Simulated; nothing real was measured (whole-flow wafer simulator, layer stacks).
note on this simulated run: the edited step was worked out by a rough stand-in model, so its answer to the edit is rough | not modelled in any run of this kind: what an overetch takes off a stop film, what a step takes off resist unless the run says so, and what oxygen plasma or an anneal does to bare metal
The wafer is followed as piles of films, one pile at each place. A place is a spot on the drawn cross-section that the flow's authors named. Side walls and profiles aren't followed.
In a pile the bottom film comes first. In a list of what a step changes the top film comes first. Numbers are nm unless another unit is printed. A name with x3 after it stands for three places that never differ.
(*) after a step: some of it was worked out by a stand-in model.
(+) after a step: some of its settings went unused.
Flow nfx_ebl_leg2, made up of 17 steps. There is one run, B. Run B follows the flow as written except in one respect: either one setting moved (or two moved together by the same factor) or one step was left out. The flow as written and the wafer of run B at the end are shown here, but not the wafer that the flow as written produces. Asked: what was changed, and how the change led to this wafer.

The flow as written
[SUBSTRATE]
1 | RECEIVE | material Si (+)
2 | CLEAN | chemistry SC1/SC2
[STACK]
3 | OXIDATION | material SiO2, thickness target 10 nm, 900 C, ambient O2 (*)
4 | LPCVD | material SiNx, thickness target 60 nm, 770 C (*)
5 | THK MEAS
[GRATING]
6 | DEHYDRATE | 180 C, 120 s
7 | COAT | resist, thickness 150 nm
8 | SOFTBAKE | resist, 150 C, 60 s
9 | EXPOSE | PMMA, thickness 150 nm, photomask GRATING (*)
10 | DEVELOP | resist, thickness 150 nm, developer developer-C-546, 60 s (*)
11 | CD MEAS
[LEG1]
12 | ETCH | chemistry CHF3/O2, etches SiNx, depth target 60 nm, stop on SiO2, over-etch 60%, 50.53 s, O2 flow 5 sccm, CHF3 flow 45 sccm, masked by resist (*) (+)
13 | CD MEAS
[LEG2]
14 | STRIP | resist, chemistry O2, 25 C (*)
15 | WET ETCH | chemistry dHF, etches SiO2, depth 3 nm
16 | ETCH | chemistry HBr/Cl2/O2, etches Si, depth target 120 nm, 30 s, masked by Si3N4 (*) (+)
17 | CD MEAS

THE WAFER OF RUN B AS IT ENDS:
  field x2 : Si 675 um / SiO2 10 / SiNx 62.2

Cause: step 4, LPCVD: thickness target 69 nm was run, while the flow as written has thickness target 60 nm.

Step by step, how the change led to this:
  4 | LPCVD | material SiNx, thickness target 60 nm, 770 C (*)
      field x2, pad x2: +69 SiNx (new film) (as written it would have been: +60 SiNx (new film))
  12 | ETCH | chemistry CHF3/O2, etches SiNx, depth target 60 nm, stop on SiO2, over-etch 60%, 50.53 s, O2 flow 5 sccm, CHF3 flow 45 sccm, masked by resist (*) (+)
      pad x2: -69 SiNx (all of it), -10 SiO2 (all of it) (as written it would have been: -60 SiNx (all of it), -10 SiO2 (all of it))
